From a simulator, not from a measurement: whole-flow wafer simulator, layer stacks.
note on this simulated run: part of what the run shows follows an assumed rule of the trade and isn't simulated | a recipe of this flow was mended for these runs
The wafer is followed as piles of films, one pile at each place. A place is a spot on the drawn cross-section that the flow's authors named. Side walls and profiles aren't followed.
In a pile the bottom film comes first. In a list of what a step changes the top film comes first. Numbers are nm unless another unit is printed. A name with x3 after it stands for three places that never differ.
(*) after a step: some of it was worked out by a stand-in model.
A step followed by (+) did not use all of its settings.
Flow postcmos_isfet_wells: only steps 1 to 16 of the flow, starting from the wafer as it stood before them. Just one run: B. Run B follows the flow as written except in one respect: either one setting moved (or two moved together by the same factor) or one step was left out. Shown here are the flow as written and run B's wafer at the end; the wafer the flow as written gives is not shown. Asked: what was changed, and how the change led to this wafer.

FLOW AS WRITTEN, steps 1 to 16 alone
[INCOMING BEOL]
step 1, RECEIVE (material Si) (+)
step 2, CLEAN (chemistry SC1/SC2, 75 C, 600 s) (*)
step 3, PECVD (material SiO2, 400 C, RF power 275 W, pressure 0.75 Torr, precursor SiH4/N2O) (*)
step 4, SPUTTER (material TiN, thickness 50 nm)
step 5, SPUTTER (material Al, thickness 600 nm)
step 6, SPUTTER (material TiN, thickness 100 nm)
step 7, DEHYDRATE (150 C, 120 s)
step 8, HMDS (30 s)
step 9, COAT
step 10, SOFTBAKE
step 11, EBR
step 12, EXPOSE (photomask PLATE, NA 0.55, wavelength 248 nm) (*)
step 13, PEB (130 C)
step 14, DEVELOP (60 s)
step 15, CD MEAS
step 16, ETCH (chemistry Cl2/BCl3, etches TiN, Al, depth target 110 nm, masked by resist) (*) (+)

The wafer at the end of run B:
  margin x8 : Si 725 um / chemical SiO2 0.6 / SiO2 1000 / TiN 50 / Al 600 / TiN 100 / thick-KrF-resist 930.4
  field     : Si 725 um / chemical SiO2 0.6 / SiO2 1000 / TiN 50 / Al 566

The reason: step 16, ETCH: depth target 134 nm was run, while the flow as written has depth target 110 nm.

How this came from the change, step by step:
  step 16, ETCH (chemistry Cl2/BCl3, etches TiN, Al, depth target 110 nm, masked by resist) (*) (+)
      margin x8: thick-KrF-resist loses 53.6 (in the flow as written it would be: thick-KrF-resist loses 44)
      field: TiN loses 100 (all of it), Al loses 34 (in the flow as written it would be: TiN loses 100 (all of it), Al loses 10)
